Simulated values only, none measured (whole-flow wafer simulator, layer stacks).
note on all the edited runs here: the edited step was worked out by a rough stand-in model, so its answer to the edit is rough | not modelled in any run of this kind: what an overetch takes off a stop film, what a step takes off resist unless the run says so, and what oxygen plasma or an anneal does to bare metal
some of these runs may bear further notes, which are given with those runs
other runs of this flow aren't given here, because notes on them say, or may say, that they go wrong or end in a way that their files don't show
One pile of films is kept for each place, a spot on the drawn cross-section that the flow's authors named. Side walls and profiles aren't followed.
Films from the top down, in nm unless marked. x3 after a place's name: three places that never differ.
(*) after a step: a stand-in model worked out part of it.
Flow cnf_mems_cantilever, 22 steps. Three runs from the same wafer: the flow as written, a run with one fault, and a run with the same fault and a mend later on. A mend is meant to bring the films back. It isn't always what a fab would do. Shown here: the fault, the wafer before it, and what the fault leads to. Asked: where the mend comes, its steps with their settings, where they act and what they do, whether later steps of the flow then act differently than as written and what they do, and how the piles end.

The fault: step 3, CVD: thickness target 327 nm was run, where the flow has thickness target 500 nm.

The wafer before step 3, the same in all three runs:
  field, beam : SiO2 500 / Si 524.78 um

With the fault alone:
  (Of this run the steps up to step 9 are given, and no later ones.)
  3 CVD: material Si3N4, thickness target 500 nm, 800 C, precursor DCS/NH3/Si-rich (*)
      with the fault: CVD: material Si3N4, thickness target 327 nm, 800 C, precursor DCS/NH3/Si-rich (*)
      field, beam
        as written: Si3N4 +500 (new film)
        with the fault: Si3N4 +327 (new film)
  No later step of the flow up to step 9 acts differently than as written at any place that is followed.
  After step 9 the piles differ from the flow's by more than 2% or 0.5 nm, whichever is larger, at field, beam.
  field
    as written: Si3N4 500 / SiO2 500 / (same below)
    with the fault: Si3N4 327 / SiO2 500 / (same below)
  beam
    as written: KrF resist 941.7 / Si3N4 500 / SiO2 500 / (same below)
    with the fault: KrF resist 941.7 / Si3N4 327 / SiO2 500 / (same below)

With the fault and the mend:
  The mend comes after step 3.
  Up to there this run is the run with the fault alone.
  3a ETCH: chemistry h3po4, depth target 376.1 nm
      field, beam
        Si3N4 -327 (all of it)
  3b CLEAN: chemistry SC1/SC2 (the flow's step 1 once more)
      changes no film at any place that is followed
  3c CVD: material Si3N4, thickness target 500 nm, 800 C, precursor DCS/NH3/Si-rich (*) (the flow's step 3 once more)
      field, beam
        Si3N4 +500 (new film)
  No later step of the flow acts differently than as written at any place that is followed.
  At the end the piles are the same as the flow's at every place that both follow.
